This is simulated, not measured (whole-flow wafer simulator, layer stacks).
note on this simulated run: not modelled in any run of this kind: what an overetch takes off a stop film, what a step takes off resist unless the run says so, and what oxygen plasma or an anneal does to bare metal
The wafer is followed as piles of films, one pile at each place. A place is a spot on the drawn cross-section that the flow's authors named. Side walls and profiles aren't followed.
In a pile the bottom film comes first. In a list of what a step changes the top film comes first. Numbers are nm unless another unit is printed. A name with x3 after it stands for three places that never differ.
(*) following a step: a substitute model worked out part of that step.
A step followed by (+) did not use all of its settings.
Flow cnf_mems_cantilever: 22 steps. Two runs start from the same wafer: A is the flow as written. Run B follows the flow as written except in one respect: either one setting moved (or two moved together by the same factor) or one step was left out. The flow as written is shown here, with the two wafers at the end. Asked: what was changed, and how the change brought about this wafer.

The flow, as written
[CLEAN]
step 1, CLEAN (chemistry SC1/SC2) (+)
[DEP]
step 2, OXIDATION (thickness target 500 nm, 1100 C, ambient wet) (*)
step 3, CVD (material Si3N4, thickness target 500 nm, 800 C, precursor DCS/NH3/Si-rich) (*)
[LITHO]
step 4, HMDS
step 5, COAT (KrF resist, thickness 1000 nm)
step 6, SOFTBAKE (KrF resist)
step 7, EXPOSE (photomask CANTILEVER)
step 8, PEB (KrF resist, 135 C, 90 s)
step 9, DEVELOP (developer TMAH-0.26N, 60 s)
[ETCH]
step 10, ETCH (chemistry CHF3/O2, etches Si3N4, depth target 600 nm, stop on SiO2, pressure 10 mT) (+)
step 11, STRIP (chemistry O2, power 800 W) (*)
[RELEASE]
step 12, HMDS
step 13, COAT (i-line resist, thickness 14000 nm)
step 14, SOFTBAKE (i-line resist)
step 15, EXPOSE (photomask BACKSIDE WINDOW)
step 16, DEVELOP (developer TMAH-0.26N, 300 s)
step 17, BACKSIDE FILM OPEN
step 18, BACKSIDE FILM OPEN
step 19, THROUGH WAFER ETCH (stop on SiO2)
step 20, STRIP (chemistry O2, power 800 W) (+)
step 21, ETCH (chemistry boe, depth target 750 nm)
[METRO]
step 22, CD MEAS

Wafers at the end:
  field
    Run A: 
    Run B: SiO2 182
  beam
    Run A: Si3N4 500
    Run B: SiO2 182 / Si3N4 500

The reason: step 21, ETCH: depth target 318 nm was run, while the flow as written has depth target 750 nm.

The path from the change to this, step by step:
  step 21, ETCH (chemistry boe, depth target 750 nm)
      field: A SiO2 loses 500 (all of it) | B SiO2 loses 318
      beam: A under 1 film: SiO2 loses 500 (all of it) | B under 1 film: SiO2 loses 318
